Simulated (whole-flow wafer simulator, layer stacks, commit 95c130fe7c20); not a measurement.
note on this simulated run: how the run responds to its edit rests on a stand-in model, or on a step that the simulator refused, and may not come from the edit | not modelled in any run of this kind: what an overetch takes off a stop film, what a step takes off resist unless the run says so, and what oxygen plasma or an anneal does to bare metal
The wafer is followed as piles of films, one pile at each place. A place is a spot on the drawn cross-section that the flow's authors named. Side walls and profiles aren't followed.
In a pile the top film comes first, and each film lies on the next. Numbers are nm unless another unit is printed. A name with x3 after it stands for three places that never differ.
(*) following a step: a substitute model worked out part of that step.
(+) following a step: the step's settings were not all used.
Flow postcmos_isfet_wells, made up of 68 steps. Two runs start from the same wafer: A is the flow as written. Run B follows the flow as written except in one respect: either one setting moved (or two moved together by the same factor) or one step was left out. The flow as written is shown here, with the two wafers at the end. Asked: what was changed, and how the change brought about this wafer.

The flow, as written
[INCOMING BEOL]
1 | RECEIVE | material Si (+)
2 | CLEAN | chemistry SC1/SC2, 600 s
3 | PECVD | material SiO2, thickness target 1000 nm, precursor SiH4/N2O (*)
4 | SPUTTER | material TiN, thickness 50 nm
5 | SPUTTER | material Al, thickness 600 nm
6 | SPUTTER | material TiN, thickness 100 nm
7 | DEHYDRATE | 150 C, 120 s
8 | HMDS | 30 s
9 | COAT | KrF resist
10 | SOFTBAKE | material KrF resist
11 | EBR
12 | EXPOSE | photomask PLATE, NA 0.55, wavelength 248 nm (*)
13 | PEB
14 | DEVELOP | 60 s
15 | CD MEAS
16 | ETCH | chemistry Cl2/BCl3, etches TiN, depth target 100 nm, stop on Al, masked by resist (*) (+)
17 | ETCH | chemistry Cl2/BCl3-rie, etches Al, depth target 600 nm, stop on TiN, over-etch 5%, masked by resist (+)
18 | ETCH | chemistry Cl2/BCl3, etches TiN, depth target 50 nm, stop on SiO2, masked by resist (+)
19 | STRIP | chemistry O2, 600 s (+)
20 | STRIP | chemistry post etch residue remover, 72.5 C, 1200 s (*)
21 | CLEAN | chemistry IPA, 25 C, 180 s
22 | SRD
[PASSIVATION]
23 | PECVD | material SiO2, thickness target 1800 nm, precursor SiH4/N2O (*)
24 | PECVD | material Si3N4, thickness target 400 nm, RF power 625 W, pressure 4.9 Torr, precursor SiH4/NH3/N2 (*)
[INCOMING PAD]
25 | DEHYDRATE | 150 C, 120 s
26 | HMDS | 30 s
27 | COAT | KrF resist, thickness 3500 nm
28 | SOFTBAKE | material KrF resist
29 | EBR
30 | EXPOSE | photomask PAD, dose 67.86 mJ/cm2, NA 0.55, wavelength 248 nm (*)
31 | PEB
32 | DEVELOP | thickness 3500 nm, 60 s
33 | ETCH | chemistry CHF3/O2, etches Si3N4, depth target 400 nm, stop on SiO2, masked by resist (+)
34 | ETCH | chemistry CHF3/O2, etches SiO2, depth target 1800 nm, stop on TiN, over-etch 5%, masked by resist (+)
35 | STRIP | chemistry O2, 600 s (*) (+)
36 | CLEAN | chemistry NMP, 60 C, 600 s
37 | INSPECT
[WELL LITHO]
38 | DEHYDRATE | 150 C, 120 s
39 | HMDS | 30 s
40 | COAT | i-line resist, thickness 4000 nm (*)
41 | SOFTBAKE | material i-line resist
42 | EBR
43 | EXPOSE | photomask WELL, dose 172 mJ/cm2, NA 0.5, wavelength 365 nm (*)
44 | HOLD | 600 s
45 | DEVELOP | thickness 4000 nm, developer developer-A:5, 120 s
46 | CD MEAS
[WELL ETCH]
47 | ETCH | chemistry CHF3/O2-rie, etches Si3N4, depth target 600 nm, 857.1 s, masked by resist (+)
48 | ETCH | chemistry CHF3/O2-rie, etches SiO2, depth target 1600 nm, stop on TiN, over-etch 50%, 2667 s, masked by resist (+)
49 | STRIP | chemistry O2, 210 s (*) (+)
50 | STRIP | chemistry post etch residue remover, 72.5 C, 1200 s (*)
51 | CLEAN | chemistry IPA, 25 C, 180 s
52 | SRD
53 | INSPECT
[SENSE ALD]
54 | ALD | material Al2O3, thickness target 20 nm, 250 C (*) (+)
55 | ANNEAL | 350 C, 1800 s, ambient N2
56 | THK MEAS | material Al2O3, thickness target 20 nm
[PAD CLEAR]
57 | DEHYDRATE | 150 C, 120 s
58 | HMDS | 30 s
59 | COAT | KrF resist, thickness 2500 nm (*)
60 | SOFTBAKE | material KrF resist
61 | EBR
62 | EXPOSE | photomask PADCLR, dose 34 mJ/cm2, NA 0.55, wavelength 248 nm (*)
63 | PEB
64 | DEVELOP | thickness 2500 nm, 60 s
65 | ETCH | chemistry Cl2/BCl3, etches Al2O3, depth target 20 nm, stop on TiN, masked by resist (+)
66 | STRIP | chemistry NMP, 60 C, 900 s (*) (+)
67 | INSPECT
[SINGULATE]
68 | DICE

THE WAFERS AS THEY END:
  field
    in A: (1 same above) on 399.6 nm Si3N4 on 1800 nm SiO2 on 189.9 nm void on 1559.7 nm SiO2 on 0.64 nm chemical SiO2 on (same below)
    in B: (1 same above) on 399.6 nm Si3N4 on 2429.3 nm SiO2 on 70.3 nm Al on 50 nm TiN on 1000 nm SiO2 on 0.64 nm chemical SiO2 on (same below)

Cause: step 17, ETCH: depth target 474 nm was run, whereas the flow has depth target 600 nm.

The path from the change to this, step by step:
  17 | ETCH | chemistry Cl2/BCl3-rie, etches Al, depth target 600 nm, stop on TiN, over-etch 5%, masked by resist (+)
      field: A -600 Al (all of it) | B -474 Al
      margin, well900, well1300 x3, pad_rim, pad_clr, pad_open: A -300 KrF resist | B -237 KrF resist
  18 | ETCH | chemistry Cl2/BCl3, etches TiN, depth target 50 nm, stop on SiO2, masked by resist (+)
      field: A -50 TiN (all of it) | B -50 Al
  19 | STRIP | chemistry O2, 600 s (+)
      margin, well900, well1300 x3, pad_rim, pad_clr, pad_open: A -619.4 KrF resist (all of it) | B -682.4 KrF resist (all of it)
  20 | STRIP | chemistry post etch residue remover, 72.5 C, 1200 s (*)
      field: A nothing | B -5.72 Al
  23 | PECVD | material SiO2, thickness target 1800 nm, precursor SiH4/N2O (*)
      field: A +1800 SiO2 (new film), +189.9 void (new film), +559.7 SiO2 | B +2429.3 SiO2 (new film)
If metal films that touch count as one body, field has 1 body; the flow as written gives 0 bodies.
